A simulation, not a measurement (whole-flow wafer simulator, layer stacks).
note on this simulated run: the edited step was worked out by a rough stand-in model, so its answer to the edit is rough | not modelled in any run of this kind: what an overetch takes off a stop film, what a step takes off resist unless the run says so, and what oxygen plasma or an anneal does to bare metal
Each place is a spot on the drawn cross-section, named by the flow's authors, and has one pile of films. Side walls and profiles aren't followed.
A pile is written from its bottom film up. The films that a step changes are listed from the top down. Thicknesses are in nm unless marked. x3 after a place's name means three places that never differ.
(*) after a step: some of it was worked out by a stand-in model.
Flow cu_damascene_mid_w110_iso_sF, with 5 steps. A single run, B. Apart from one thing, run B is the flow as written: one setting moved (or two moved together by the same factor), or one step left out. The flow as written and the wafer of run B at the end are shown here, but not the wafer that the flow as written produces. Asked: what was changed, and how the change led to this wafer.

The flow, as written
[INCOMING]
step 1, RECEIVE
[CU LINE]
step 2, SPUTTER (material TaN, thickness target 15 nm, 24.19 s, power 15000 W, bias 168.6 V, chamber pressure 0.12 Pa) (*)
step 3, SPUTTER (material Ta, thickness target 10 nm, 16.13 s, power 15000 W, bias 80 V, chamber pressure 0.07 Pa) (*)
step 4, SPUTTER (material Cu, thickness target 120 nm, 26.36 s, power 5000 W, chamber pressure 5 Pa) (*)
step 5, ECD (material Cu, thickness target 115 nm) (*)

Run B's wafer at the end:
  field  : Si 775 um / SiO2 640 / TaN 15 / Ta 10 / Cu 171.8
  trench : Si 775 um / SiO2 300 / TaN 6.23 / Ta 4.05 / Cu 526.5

What caused this: step 5, ECD: thickness target 51.8 nm was run, whereas the flow has thickness target 115 nm.

How this came from the change, step by step:
  step 5, ECD (material Cu, thickness target 115 nm) (*)
      field: +51.8 Cu (as written it would have been: +115 Cu)
      trench: +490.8 Cu (as written it would have been: +554 Cu)
